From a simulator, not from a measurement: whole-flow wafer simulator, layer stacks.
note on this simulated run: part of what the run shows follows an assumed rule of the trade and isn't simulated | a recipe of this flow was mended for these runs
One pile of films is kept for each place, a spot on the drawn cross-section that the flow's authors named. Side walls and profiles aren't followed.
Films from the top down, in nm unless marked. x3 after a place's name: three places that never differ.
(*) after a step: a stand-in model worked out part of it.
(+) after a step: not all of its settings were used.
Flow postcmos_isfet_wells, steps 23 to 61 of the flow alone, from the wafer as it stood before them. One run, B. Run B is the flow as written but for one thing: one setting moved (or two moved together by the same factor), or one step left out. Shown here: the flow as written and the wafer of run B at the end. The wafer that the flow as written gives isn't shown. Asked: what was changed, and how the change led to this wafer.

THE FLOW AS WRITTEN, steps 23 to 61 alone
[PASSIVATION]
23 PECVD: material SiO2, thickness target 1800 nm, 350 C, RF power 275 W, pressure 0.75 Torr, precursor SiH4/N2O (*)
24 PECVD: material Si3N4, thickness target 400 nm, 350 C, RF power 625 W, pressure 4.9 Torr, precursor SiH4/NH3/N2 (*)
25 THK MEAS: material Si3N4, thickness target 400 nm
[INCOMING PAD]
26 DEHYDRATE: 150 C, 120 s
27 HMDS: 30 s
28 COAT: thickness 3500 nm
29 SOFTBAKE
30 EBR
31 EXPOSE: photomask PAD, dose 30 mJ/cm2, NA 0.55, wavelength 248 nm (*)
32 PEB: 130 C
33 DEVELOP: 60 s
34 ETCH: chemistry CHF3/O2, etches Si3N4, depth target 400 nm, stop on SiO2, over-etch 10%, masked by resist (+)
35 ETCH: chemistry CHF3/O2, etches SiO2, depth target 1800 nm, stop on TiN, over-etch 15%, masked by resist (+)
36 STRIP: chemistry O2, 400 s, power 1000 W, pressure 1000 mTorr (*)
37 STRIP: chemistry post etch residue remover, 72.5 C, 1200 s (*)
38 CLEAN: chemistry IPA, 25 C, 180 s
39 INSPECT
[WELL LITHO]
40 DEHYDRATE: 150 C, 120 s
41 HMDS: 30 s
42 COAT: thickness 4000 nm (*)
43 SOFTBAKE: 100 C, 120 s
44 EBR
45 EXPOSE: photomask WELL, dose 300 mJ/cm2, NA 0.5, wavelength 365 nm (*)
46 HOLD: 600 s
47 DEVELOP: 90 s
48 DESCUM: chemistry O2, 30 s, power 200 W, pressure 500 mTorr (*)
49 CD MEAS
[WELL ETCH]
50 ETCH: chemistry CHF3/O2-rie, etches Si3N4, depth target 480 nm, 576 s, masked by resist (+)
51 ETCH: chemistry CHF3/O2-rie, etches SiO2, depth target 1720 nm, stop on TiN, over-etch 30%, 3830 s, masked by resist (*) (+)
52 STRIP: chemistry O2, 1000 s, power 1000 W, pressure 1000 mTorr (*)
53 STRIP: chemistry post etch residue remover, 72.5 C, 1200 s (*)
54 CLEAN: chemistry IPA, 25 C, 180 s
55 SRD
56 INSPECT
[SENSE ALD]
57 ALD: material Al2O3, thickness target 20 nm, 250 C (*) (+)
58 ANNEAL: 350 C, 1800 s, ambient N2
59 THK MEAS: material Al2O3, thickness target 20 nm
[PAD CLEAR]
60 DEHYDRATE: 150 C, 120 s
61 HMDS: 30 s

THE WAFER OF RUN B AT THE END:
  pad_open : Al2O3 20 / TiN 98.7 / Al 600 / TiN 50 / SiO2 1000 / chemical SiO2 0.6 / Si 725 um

The cause: step 34, ETCH: depth target 130.6 nm was run, where the flow has depth target 400 nm.

How the change led to this, step by step:
  34 ETCH: chemistry CHF3/O2, etches Si3N4, depth target 400 nm, stop on SiO2, over-etch 10%, masked by resist (+)
      pad_open: Si3N4 -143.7 (as written it would be: Si3N4 -400 (all of it), SiO2 -20)
      field, margin x2, well900 x4, pad_clr: thick-KrF-resist -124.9 (as written it would be: thick-KrF-resist -382.6)
  35 ETCH: chemistry CHF3/O2, etches SiO2, depth target 1800 nm, stop on TiN, over-etch 15%, masked by resist (+)
      pad_open: Si3N4 -256.3 (all of it), SiO2 -1800 (all of it), TiN -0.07 (as written it would be: SiO2 -1780 (all of it), TiN -24.2)
  36 STRIP: chemistry O2, 400 s, power 1000 W, pressure 1000 mTorr (*)
      field, margin x2, well900 x4, pad_clr: thick-KrF-resist -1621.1 (all of it) (as written it would be: thick-KrF-resist -1382.5 (all of it))
